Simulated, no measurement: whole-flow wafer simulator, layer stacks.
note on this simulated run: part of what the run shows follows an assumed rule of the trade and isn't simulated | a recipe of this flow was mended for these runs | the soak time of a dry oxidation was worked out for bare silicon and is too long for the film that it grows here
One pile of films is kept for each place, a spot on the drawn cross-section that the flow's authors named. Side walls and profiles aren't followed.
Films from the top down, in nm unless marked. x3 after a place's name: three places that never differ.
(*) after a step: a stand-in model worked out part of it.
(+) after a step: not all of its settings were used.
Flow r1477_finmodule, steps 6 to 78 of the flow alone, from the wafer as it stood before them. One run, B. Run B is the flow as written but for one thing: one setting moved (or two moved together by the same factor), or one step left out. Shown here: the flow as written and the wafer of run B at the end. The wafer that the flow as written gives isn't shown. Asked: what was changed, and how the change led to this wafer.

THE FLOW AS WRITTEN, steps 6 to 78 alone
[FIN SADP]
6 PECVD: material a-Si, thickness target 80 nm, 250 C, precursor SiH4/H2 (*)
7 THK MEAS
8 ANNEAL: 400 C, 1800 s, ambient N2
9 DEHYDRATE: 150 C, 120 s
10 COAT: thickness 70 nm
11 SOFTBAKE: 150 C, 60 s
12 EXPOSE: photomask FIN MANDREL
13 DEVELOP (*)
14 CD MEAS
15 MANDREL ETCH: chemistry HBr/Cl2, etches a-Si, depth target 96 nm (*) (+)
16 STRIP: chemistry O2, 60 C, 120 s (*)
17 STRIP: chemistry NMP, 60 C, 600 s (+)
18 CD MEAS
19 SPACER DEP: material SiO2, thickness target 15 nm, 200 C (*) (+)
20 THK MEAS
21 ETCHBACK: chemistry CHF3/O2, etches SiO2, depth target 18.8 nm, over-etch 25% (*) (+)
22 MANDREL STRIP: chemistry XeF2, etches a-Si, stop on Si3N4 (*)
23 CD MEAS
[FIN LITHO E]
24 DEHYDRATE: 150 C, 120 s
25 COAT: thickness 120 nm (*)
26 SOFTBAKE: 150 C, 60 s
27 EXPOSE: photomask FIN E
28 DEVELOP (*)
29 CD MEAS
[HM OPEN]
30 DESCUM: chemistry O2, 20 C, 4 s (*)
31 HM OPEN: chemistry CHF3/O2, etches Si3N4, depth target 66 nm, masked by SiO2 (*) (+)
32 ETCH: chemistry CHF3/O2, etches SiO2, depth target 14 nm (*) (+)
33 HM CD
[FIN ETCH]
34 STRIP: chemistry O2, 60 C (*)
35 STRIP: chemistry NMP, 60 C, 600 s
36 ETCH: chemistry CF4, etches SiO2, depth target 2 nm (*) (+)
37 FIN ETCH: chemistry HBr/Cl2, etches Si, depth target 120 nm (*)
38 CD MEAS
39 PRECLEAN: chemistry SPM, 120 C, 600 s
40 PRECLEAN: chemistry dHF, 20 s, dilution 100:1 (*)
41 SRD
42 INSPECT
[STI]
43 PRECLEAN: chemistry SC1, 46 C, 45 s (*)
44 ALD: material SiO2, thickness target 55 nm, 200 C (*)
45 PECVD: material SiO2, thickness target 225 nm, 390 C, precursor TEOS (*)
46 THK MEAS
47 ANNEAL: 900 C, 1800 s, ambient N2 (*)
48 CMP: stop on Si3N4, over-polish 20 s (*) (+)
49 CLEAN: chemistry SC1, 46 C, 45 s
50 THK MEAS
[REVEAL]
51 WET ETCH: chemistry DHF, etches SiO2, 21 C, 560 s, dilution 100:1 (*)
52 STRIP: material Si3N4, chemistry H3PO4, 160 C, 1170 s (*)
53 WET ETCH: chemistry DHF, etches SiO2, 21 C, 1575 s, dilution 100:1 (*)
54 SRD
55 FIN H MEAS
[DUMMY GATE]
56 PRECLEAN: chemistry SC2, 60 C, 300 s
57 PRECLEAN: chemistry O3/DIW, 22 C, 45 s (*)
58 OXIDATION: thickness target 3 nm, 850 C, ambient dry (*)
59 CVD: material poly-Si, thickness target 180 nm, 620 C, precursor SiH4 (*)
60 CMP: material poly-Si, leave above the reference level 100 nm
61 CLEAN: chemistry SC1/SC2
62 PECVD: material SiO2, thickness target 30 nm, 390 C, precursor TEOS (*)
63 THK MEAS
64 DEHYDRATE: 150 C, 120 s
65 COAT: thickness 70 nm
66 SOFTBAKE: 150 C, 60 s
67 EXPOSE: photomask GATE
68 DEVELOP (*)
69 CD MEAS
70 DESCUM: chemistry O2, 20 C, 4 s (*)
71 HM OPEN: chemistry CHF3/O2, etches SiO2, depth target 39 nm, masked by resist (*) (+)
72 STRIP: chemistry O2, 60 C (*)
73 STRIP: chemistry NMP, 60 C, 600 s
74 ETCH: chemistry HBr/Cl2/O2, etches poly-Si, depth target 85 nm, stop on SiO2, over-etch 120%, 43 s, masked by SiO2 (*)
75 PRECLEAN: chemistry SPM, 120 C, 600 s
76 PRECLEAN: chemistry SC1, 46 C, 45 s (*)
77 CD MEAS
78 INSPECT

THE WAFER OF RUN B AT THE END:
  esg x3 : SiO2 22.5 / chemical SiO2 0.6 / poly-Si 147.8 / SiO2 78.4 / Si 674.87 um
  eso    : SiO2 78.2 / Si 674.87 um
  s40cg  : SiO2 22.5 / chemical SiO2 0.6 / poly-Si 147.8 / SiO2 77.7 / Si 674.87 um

The cause: step 6, PECVD: thickness target 68 nm was run, where the flow has thickness target 80 nm.

How the change led to this, step by step:
  6 PECVD: material a-Si, thickness target 80 nm, 250 C, precursor SiH4/H2 (*)
      pad, padg, elg x4 and 30 more: a-Si +68 (new film) (as written it would be: a-Si +80 (new film))
  15 MANDREL ETCH: chemistry HBr/Cl2, etches a-Si, depth target 96 nm (*) (+)
      pad, padg, elg x4 and 24 more: a-Si -68 (all of it), Si3N4 -4 (as written it would be: a-Si -80 (all of it), Si3N4 -2.29)
  22 MANDREL STRIP: chemistry XeF2, etches a-Si, stop on Si3N4 (*)
      s40cg, s45cg, s50cg, s40co, s45co, s50co: a-Si -67 (all of it) (as written it would be: a-Si -79 (all of it))
  25 COAT: thickness 120 nm (*)
      s40cg, s40co: e-beam-resist +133 (new film) (as written it would be: e-beam-resist +136.7 (new film))
      s40sg_line, s40so_line: e-beam-resist +68.3 (new film) (as written it would be: e-beam-resist +60 (new film))
      (and at 8 more places)
  28 DEVELOP (*)
      s40cg, s40co: e-beam-resist -133 (all of it) (as written it would be: e-beam-resist -136.7 (all of it))
      s40sg_line, s40so_line: e-beam-resist -68.3 (all of it) (as written it would be: e-beam-resist -60 (all of it))
      (and at 8 more places)
  31 HM OPEN: chemistry CHF3/O2, etches Si3N4, depth target 66 nm, masked by SiO2 (*) (+)
      pad, padg, esg x3 and 11 more: Si3N4 -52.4 (all of it), SiO2 -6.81 (as written it would be: Si3N4 -54.1 (all of it), SiO2 -5.95)
  32 ETCH: chemistry CHF3/O2, etches SiO2, depth target 14 nm (*) (+)
      pad, padg, esg x3 and 11 more: SiO2 -3.19 (all of it), Si -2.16 (as written it would be: SiO2 -4.05 (all of it), Si -1.99)
  44 ALD: material SiO2, thickness target 55 nm, 200 C (*)
      s40cg, s45cg, s50cg, s40co, s45co, s50co: SiO2 +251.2 (new film) (as written it would be: SiO2 +263.2 (new film))
      s40sg, s45sg, s50sg, s40so, s45so, s50so: SiO2 +251.9 (new film) (as written it would be: SiO2 +263.8 (new film))
  48 CMP: stop on Si3N4, over-polish 20 s (*) (+)
      s40cg, s40sg, s45cg and 9 more: SiO2 -277.9 (as written it would be: SiO2 -288.1)
      s40sg_line, s45sg_line, s50sg_line, s40so_line, s45so_line, s50so_line: SiO2 -276.7 (all of it), Si3N4 -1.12 (as written it would be: SiO2 -287 (all of it), Si3N4 -1.12)
  52 STRIP: material Si3N4, chemistry H3PO4, 160 C, 1170 s (*)
      elg x4, elo x4: Si3N4 -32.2 (all of it), SiO2 -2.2 (as written it would be: Si3N4 -33.9 (all of it), SiO2 -2.15)
      s40sg_line, s45sg_line, s50sg_line, s40so_line, s45so_line, s50so_line: Si3N4 -53.4 (all of it), SiO2 -1.54 (as written it would be: Si3N4 -55.1 (all of it), SiO2 -1.49)
  60 CMP: material poly-Si, leave above the reference level 100 nm
      pad, padg: poly-Si -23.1 (as written it would be: poly-Si -24.8)
